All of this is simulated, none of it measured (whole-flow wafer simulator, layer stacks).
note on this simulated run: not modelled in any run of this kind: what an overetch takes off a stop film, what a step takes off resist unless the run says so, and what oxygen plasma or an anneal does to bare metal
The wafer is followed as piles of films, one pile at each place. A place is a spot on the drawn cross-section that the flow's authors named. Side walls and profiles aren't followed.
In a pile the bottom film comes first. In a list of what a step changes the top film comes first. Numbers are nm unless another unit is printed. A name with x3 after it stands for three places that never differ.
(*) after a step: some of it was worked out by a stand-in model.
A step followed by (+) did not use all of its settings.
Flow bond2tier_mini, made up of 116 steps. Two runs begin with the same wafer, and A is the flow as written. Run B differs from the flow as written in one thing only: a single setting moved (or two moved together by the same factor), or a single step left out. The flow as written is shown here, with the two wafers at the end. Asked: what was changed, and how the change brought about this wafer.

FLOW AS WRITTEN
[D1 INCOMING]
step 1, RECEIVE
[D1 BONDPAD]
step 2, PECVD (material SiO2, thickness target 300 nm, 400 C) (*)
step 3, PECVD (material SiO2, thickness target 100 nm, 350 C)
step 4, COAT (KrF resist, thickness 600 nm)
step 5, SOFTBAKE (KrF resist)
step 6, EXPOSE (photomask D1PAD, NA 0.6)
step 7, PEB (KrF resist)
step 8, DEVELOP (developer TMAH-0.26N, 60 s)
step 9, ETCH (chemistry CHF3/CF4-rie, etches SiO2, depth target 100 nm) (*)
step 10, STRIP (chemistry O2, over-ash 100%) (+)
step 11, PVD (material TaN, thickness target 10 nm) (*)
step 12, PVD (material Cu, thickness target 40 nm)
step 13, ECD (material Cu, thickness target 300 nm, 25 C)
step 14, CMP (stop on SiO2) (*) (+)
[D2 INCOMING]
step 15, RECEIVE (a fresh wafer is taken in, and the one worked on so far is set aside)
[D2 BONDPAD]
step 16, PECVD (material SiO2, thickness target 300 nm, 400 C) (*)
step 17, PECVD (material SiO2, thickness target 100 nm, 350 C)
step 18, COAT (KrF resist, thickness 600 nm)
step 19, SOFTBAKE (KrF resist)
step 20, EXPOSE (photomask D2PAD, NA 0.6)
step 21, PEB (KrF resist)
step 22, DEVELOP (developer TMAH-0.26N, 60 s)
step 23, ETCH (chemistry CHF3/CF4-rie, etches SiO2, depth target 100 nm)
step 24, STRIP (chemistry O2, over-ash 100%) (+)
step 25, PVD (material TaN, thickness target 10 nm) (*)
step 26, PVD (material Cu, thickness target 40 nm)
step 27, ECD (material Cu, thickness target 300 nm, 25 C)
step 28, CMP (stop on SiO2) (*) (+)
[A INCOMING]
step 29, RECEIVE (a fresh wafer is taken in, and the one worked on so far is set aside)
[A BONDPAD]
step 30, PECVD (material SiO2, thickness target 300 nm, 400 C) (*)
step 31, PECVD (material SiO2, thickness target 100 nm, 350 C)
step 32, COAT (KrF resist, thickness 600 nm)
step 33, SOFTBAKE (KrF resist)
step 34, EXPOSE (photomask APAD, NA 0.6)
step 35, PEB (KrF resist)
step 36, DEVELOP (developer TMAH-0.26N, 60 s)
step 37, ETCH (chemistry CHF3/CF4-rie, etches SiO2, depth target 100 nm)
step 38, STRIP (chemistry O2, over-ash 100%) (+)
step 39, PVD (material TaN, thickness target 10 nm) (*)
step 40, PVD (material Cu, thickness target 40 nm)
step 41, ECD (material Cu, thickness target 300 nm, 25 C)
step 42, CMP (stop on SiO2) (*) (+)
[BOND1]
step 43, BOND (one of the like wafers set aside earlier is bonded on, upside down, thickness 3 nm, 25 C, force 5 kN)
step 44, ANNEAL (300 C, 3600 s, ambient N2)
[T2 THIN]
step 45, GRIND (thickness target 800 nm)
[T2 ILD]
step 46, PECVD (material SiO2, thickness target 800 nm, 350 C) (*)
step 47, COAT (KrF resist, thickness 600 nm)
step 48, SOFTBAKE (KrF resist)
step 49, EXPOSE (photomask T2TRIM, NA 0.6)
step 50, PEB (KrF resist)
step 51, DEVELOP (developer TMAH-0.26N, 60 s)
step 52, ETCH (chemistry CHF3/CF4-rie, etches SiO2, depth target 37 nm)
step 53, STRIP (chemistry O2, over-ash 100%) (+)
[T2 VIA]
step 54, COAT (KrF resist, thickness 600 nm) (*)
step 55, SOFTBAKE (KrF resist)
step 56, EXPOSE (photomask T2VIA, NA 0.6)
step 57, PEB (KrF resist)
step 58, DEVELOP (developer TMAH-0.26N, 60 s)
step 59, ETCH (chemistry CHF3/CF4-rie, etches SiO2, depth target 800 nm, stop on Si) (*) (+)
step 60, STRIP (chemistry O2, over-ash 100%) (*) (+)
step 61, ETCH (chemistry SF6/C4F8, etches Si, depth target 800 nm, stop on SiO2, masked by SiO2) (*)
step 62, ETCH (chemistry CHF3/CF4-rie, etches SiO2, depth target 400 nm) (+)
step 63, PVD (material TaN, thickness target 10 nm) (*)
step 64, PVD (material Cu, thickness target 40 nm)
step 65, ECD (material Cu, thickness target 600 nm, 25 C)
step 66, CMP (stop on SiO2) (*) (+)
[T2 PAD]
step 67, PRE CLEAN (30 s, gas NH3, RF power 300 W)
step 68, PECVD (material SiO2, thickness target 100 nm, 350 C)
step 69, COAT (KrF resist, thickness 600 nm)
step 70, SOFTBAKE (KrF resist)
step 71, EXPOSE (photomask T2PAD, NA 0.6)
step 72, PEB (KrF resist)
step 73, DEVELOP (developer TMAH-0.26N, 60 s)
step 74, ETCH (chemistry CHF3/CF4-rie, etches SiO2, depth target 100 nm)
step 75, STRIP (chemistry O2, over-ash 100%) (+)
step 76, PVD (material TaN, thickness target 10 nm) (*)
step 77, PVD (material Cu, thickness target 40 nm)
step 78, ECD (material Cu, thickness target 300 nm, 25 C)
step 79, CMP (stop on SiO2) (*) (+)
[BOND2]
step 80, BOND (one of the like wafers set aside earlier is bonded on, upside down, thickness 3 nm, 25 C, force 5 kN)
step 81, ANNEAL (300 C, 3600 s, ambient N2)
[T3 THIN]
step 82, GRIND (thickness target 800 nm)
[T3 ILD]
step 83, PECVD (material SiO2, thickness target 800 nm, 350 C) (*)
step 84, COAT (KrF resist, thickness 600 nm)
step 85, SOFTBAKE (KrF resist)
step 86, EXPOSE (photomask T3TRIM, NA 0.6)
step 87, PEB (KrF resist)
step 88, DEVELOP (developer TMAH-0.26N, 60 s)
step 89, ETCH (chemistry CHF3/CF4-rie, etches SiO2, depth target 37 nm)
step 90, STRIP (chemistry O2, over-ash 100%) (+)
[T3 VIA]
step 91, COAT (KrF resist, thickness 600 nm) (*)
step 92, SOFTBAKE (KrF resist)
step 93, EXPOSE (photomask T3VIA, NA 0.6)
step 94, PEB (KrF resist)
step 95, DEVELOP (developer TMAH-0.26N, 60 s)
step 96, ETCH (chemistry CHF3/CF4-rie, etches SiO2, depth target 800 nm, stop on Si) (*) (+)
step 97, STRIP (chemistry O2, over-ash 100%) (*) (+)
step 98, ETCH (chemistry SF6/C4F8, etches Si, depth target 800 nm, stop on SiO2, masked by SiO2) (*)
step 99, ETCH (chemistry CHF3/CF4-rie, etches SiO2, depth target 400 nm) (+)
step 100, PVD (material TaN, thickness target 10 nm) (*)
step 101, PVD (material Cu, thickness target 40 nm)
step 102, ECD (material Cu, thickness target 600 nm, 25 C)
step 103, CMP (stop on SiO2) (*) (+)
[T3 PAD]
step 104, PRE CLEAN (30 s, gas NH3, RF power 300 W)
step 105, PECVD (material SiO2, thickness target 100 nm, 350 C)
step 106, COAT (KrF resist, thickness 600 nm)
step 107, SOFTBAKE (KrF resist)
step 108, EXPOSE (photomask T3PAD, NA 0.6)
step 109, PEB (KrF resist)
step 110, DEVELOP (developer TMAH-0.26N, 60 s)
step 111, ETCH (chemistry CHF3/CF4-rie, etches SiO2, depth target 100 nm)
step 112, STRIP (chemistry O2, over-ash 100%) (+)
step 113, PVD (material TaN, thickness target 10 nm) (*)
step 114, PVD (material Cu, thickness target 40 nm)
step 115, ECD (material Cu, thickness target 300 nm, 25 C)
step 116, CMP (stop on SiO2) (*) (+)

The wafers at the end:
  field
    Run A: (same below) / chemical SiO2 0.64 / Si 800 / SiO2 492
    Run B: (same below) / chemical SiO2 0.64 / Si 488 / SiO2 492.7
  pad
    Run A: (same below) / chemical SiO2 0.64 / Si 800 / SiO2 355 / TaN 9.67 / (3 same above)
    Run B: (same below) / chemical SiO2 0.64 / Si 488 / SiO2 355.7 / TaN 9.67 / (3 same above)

Cause: step 82, GRIND: thickness target 488 nm was run, whereas the flow has thickness target 800 nm.
The wafer itself shows it: field has Si 488, and step 82 as written asks for 800 nm.

How this came from the change, step by step:
  step 82, GRIND (thickness target 800 nm)
      field, pad: A Si loses 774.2 um | B Si loses 774.51 um
  step 98, ETCH (chemistry SF6/C4F8, etches Si, depth target 800 nm, stop on SiO2, masked by SiO2) (*)
      field, pad: A SiO2 loses 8 | B SiO2 loses 7.32
